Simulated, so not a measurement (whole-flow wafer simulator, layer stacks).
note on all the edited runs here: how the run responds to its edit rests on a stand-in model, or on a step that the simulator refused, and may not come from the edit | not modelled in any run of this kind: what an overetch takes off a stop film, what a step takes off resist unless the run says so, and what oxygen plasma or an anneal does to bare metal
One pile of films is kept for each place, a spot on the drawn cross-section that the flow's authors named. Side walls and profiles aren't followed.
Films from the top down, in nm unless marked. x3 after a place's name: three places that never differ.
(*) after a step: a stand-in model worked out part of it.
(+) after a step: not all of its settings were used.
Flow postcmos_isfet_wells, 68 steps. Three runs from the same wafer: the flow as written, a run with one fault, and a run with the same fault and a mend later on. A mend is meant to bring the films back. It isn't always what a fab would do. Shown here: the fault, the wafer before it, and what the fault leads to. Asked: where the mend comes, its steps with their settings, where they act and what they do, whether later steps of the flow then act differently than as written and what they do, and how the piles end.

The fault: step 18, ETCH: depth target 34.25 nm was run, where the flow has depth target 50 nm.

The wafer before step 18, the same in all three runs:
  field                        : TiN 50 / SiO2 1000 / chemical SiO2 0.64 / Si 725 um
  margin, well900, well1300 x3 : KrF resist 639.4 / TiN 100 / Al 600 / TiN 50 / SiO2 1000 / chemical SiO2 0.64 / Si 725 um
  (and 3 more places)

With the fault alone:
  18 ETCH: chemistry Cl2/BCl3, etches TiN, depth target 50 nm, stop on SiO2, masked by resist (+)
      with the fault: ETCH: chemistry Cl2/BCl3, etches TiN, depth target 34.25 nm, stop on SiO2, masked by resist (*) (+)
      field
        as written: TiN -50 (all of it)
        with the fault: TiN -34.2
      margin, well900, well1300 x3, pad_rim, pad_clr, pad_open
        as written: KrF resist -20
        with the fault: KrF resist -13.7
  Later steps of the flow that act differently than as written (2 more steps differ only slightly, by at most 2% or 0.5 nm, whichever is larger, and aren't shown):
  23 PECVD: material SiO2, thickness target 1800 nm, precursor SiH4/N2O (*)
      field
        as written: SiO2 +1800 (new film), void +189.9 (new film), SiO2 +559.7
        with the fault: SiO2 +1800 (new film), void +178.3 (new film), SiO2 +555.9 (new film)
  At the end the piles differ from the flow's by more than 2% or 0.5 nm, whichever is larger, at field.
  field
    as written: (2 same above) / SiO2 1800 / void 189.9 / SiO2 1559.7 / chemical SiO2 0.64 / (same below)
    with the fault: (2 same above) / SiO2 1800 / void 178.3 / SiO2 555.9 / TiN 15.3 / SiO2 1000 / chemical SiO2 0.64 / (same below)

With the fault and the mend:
  The mend comes after step 18.
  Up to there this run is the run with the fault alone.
  18a ETCH: chemistry Cl2/BCl3, etches TiN, depth target 15.75 nm, stop on SiO2, masked by resist (the flow's step 18 once more, with other settings)
      margin, well900, well1300 x3, pad_rim, pad_clr, pad_open
        KrF resist -6.3
      field
        TiN -15.8 (all of it)
  No later step of the flow acts differently than as written at any place that is followed.
  At the end the piles are the same as the flow's at every place that both follow.
